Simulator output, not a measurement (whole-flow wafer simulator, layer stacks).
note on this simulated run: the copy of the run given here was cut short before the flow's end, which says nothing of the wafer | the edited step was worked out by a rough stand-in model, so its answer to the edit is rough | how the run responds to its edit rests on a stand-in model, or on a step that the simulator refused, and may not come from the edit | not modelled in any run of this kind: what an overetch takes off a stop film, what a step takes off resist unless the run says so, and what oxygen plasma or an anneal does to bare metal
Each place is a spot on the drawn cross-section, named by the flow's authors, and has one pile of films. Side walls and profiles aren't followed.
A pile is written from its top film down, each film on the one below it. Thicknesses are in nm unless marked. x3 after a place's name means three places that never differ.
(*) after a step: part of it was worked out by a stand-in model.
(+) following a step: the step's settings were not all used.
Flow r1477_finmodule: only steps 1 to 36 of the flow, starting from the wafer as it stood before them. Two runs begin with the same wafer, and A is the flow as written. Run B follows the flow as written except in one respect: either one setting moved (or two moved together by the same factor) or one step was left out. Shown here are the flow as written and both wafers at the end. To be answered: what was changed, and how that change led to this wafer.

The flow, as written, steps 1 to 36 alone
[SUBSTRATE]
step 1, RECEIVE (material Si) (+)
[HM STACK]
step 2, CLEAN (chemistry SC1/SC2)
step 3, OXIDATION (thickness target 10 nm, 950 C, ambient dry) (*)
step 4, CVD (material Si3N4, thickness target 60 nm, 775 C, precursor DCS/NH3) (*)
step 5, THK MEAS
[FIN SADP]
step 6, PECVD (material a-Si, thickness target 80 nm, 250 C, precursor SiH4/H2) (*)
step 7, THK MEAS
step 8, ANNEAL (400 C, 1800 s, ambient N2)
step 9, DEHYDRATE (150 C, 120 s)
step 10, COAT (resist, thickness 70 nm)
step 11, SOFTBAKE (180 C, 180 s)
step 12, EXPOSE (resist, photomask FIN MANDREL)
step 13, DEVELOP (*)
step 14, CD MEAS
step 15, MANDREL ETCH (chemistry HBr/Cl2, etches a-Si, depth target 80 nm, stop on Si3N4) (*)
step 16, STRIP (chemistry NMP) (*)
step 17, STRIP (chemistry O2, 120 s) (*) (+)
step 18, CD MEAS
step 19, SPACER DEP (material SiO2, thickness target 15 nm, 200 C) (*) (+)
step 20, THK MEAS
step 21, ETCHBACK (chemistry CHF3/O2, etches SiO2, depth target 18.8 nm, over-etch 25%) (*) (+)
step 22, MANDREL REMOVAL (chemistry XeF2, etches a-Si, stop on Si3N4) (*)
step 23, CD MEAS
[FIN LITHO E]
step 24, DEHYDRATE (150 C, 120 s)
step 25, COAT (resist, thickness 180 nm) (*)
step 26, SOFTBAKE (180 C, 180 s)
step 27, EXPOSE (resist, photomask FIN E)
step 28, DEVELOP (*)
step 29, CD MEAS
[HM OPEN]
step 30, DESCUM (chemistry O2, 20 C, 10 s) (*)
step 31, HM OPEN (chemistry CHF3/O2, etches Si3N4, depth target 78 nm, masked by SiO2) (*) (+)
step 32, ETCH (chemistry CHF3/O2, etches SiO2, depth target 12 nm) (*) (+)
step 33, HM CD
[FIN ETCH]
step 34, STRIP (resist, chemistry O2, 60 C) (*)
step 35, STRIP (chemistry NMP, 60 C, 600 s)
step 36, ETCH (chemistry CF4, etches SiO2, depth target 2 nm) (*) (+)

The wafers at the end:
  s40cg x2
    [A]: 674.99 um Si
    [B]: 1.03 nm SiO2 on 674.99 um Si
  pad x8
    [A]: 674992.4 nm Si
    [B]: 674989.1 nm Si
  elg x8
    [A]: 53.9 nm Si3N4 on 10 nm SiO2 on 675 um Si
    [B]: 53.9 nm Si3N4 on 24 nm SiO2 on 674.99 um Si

Cause: step 3, OXIDATION: 1045 C was run, though the flow has 950 C.

How this came from the change, step by step:
  step 3, OXIDATION (thickness target 10 nm, 950 C, ambient dry) (*)
      pad x8, elg x8, esg x2 and 18 more: A +10 SiO2 (new film), -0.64 chemical SiO2 (all of it), -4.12 Si | B +24 SiO2 (new film), -0.64 chemical SiO2 (all of it), -10.3 Si
  step 31, HM OPEN (chemistry CHF3/O2, etches Si3N4, depth target 78 nm, masked by SiO2) (*) (+)
      pad x8, esg x2, s40sg x2, s45sg x2, s50sg x2: A -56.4 Si3N4 (all of it), -10 SiO2 (all of it) | B -56.4 Si3N4 (all of it), -10.8 SiO2
  step 32, ETCH (chemistry CHF3/O2, etches SiO2, depth target 12 nm) (*) (+)
      pad x8, s40sg x2, s45sg x2, s50sg x2: A -2.4 Si | B -12 SiO2
      s40cg x2, s45cg x2, s50cg x2: A -1 SiO2 (all of it), -2.2 Si | B -12 SiO2
      (and at 2 other places as well)
  step 34, STRIP (resist, chemistry O2, 60 C) (*)
      pad x8, esg x2, s40cg x2, s40sg x2, s45cg x2, s45sg x2, s50cg x2, s50sg x2: A +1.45 chemical SiO2 (new film), -0.64 Si | B nothing
  step 36, ETCH (chemistry CF4, etches SiO2, depth target 2 nm) (*) (+)
      pad x8, esg x2, s40sg x2, s45sg x2, s50sg x2: A -1.45 chemical SiO2 (all of it), -0.46 Si | B -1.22 SiO2 (all of it), -0.65 Si
      s40cg x2, s45cg x2, s50cg x2: A -1.45 chemical SiO2 (all of it), -0.46 Si | B -2 SiO2
